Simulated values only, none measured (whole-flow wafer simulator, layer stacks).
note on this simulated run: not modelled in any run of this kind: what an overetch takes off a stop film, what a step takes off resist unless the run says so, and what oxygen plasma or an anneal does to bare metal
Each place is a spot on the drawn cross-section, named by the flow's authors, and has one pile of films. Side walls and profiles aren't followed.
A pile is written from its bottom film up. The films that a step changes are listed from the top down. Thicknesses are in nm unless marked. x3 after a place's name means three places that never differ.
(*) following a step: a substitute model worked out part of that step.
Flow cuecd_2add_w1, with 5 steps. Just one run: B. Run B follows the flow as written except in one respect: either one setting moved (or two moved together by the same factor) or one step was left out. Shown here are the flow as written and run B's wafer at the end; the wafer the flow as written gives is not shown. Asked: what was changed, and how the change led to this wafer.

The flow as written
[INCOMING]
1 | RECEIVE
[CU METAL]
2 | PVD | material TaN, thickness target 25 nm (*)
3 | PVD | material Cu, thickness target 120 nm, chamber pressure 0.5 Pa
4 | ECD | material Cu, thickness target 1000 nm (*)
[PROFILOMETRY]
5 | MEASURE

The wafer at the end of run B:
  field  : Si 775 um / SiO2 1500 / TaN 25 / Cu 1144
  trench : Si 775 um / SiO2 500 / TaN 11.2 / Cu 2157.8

The reason: step 3, PVD: thickness target 144 nm was run, while the flow as written has thickness target 120 nm.

How this came from the change, step by step:
  3 | PVD | material Cu, thickness target 120 nm, chamber pressure 0.5 Pa
      field: Cu gains 144 (new film) (as written it would have been: Cu gains 120 (new film))
      trench: Cu gains 63.8 (new film) (as written it would have been: Cu gains 53.6 (new film))
